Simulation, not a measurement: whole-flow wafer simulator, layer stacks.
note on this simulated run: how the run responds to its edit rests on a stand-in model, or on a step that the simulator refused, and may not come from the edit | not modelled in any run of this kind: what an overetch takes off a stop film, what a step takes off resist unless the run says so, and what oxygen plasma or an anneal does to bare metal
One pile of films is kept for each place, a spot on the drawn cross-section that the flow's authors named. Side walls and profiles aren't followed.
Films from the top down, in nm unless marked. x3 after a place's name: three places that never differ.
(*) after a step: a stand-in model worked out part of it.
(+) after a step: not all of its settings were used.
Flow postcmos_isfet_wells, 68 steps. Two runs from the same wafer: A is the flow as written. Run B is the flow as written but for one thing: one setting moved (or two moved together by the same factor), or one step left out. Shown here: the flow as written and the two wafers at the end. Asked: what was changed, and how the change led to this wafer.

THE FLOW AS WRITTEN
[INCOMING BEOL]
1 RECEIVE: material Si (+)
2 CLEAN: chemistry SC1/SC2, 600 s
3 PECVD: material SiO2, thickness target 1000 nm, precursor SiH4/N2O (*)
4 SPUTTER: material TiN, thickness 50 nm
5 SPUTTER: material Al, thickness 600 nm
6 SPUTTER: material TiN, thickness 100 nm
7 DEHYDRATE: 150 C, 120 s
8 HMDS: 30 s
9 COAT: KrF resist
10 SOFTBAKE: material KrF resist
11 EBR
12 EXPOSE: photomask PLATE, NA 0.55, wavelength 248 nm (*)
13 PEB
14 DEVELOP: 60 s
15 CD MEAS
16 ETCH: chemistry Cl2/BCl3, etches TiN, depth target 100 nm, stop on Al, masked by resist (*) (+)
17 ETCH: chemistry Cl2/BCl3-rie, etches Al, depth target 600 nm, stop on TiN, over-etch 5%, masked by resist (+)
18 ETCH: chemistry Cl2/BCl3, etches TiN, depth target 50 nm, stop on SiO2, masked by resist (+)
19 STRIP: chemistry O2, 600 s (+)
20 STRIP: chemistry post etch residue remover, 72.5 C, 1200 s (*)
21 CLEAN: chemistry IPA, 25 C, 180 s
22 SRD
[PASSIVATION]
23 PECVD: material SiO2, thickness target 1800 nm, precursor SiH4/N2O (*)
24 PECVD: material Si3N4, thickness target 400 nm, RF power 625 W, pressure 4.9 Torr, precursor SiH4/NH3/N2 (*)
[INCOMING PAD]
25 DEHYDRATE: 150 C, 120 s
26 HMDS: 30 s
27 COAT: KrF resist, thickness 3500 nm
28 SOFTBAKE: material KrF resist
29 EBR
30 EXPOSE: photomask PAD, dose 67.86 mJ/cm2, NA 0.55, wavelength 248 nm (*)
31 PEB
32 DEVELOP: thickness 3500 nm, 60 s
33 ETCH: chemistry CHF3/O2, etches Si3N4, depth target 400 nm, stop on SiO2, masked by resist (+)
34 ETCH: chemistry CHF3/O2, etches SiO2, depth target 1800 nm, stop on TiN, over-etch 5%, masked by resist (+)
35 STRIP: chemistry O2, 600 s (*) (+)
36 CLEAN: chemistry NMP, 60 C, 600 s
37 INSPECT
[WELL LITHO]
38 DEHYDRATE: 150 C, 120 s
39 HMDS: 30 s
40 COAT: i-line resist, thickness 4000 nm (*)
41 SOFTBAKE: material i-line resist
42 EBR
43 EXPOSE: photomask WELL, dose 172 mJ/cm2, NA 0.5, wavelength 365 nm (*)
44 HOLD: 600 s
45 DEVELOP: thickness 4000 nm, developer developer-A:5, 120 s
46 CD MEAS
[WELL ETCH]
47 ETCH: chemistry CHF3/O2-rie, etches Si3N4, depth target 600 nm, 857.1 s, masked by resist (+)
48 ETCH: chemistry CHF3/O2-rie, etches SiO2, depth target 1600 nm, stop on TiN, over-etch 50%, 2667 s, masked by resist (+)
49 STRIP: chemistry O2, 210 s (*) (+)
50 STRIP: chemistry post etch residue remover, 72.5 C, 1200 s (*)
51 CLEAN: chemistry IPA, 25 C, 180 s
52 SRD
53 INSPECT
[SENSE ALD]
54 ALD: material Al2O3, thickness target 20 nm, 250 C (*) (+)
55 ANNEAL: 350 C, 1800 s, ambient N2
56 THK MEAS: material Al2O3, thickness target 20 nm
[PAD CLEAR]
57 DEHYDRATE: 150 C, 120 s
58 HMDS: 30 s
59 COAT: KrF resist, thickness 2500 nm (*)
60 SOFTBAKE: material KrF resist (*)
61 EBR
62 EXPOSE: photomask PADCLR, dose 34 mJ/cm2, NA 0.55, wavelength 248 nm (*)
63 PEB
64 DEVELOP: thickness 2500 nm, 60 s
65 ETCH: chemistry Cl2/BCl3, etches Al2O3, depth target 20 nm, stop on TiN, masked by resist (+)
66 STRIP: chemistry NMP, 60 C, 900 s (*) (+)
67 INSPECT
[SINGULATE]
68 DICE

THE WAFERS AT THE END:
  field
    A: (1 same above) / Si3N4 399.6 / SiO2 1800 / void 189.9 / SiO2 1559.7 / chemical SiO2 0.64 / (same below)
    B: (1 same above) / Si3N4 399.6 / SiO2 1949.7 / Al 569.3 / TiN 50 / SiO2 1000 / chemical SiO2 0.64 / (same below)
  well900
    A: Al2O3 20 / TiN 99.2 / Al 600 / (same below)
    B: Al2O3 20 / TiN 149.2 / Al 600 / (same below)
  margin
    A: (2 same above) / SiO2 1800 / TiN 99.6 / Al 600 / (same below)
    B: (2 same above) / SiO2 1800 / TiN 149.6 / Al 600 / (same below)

The cause: step 6, SPUTTER: thickness 150 nm was run, where the flow has thickness 100 nm; step 18, ETCH: depth target 75 nm was run, where the flow has depth target 50 nm.

How the change led to this, step by step:
  6 SPUTTER: material TiN, thickness 100 nm
      field, margin, well900 and 6 more: A TiN +100 (new film) | B TiN +150 (new film)
  16 ETCH: chemistry Cl2/BCl3, etches TiN, depth target 100 nm, stop on Al, masked by resist (*) (+)
      field: A TiN -100 (all of it) | B TiN -100
  17 ETCH: chemistry Cl2/BCl3-rie, etches Al, depth target 600 nm, stop on TiN, over-etch 5%, masked by resist (+)
      field: A Al -600 (all of it) | B nothing
  18 ETCH: chemistry Cl2/BCl3, etches TiN, depth target 50 nm, stop on SiO2, masked by resist (+)
      field: A TiN -50 (all of it) | B TiN -50 (all of it), Al -25
      margin, well900, well1300, well2000, well3000, pad_rim, pad_clr, pad_open: A KrF resist -20 | B KrF resist -30
  20 STRIP: chemistry post etch residue remover, 72.5 C, 1200 s (*)
      field: A nothing | B Al -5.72
  23 PECVD: material SiO2, thickness target 1800 nm, precursor SiH4/N2O (*)
      field: A SiO2 +1800 (new film), void +189.9 (new film), SiO2 +559.7 | B SiO2 +1949.7 (new film)
Counting metal films that touch as one body, field has 1 body; the flow as written gives 0 bodies.
